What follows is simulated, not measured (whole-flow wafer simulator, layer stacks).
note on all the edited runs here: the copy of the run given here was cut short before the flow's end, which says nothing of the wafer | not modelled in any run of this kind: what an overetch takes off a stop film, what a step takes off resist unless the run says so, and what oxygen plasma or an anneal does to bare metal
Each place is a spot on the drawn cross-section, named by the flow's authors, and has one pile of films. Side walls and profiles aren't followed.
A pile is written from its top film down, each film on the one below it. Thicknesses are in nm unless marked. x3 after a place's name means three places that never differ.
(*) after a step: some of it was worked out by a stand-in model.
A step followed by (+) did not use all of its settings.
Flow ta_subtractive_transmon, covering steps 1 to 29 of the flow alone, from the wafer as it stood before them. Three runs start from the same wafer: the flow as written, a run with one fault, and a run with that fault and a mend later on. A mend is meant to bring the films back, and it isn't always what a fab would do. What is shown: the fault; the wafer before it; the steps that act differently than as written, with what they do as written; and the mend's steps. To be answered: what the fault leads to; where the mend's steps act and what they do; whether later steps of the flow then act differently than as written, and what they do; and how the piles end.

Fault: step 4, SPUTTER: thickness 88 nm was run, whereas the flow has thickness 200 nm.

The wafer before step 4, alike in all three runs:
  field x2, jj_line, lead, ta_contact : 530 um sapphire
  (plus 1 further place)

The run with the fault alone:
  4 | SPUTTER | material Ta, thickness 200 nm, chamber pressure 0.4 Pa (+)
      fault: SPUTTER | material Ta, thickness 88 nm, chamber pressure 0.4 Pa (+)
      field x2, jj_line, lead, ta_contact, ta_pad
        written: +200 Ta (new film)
        fault: +88 Ta (new film)
  Steps further on in the flow that do not act as written:
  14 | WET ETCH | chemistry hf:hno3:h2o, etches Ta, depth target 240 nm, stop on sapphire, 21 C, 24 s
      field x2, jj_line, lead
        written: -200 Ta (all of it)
        fault: -88 Ta (all of it)
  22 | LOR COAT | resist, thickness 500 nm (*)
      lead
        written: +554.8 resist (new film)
        fault: +525.1 resist (new film)
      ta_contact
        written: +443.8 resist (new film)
        fault: +474 resist (new film)
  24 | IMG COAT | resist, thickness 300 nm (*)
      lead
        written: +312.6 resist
        fault: +305.5 resist
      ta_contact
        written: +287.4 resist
        fault: +294.6 resist
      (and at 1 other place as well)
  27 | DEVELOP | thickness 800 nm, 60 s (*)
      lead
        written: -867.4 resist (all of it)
        fault: -830.6 resist (all of it)
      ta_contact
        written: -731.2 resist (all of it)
        fault: -768.7 resist (all of it)
  By the end, the piles at ta_contact, ta_pad depart from the flow's by more than 2% or 0.5 nm, whichever is larger.
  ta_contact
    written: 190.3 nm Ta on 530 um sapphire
    fault: 78.3 nm Ta on 530 um sapphire
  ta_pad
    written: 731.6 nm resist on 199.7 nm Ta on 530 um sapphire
    fault: 750.1 nm resist on 87.7 nm Ta on 530 um sapphire

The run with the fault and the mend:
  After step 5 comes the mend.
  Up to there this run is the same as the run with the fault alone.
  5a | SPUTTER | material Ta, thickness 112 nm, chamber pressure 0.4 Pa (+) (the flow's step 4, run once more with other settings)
      field x2, jj_line, lead, ta_contact, ta_pad
        +112 Ta
  Every later step of the flow that is run acts as written at every place that is followed.
  The piles end the same as the flow's at every place that both follow.
